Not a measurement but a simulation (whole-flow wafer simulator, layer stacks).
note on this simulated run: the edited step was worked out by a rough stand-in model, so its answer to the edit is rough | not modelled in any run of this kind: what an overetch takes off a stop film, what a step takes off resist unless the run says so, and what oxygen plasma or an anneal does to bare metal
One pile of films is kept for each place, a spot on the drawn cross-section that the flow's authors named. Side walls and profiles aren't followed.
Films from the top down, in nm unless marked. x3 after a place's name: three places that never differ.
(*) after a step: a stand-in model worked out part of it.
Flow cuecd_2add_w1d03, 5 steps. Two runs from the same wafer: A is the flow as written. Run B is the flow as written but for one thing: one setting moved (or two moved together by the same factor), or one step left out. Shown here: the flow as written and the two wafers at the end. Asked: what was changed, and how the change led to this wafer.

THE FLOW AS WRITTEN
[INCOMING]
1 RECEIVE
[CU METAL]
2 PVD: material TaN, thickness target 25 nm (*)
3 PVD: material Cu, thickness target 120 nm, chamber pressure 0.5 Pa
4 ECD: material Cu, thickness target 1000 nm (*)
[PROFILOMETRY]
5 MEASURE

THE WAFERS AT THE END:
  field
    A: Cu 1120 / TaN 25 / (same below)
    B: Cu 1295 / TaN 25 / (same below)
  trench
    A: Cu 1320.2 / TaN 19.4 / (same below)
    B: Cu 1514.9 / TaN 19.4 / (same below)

The cause: step 4, ECD: thickness target 1175 nm was run, where the flow has thickness target 1000 nm.

How the change led to this, step by step:
  4 ECD: material Cu, thickness target 1000 nm (*)
      field: A Cu +1000 | B Cu +1175
      trench: A Cu +1226.8 | B Cu +1421.4
